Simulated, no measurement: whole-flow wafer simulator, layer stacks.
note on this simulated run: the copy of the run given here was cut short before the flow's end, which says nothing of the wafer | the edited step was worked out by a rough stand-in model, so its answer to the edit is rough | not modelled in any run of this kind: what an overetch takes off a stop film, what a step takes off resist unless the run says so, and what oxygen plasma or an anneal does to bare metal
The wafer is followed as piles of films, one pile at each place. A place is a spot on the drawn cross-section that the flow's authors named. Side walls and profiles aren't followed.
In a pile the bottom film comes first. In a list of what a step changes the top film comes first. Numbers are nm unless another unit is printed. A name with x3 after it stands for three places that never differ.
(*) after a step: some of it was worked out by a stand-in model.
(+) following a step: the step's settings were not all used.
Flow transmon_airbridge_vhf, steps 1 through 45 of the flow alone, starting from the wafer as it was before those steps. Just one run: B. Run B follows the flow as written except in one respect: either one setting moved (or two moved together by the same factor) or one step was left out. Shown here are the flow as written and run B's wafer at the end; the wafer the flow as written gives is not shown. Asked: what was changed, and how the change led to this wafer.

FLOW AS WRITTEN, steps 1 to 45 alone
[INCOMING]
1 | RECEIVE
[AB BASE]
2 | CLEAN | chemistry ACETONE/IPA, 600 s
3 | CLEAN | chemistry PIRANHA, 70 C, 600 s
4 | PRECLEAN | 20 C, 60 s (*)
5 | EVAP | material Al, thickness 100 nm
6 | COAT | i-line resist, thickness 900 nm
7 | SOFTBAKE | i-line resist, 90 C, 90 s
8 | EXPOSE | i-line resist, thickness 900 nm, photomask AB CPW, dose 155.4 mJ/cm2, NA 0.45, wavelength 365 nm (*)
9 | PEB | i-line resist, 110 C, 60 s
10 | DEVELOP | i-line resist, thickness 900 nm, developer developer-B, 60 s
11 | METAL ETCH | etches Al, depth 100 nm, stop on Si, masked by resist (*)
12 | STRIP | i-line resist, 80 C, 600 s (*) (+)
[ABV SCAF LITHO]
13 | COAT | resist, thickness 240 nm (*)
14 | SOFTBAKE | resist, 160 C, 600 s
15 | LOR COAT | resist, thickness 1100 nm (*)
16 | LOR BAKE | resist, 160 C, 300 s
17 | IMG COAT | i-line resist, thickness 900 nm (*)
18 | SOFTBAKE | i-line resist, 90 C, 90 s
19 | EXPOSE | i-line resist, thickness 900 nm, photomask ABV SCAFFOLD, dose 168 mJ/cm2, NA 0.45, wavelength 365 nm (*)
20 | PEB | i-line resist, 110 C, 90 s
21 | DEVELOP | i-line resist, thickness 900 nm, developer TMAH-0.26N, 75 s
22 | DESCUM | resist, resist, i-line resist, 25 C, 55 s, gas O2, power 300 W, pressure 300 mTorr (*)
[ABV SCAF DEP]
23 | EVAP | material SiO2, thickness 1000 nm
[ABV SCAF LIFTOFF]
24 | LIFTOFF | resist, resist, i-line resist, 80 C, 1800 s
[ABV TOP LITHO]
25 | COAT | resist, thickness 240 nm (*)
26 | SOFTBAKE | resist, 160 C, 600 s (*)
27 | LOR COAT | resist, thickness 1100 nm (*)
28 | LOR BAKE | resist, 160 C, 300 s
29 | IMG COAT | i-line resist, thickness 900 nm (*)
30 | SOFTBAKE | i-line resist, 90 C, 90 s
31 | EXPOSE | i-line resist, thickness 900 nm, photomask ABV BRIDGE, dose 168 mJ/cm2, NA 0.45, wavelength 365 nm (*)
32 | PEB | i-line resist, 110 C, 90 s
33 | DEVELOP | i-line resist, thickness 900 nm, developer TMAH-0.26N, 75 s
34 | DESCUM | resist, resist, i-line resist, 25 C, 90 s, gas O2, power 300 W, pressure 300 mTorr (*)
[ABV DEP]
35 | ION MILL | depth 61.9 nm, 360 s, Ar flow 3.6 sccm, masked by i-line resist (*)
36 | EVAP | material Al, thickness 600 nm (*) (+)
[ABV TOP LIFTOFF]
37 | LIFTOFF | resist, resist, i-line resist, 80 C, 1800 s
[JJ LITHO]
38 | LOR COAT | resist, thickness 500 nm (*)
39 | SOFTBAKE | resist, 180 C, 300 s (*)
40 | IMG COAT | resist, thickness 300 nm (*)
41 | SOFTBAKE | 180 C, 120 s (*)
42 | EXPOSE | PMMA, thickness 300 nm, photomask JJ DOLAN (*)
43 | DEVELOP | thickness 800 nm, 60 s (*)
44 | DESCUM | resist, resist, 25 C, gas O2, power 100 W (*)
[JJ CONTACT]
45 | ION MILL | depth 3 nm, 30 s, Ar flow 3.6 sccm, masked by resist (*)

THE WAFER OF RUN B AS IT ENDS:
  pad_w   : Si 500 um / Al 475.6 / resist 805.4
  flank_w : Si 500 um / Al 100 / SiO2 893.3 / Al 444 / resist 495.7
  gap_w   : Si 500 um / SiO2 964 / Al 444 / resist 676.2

What caused this: step 36, EVAP: thickness 444 nm was run, while the flow as written has thickness 600 nm.
One can read it off the wafer: flank_w has Al 444, and step 36 as written asks for 600 nm.

The path from the change to this, step by step:
  36 | EVAP | material Al, thickness 600 nm (*) (+)
      field x3, jj_line, ground_far and 10 more: +444 Al (new film) (it would be, as written: +600 Al (new film))
      pad_w, pad_e: +437.5 Al (it would be, as written: +591.2 Al)
  37 | LIFTOFF | resist, resist, i-line resist, 80 C, 1800 s
      field x3, jj_line, trace_open_s x2: -444 Al (all of it), -600 i-line resist (all of it), -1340 resist (all of it) (it would be, as written: -600 Al (all of it), -600 i-line resist (all of it), -1340 resist (all of it))
      margin_s, margin_n: -444 Al (all of it), -318.3 i-line resist (all of it), -992 resist (all of it) (it would be, as written: -600 Al (all of it), -318.3 i-line resist (all of it), -992 resist (all of it))
      (and at 1 other place as well)
  38 | LOR COAT | resist, thickness 500 nm (*)
      pad_w, pad_e: +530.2 resist (new film) (it would be, as written: +517 resist (new film))
      margin_s, margin_n: +431.9 resist (new film) (it would be, as written: +445.3 resist (new film))
      (and at 1 other place as well)
  40 | IMG COAT | resist, thickness 300 nm (*)
      pad_w, pad_e: +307 resist (it would be, as written: +300.1 resist)
      flank_w, flank_e: +217.2 resist (it would be, as written: +212.1 resist)
      (and at 3 other places as well)
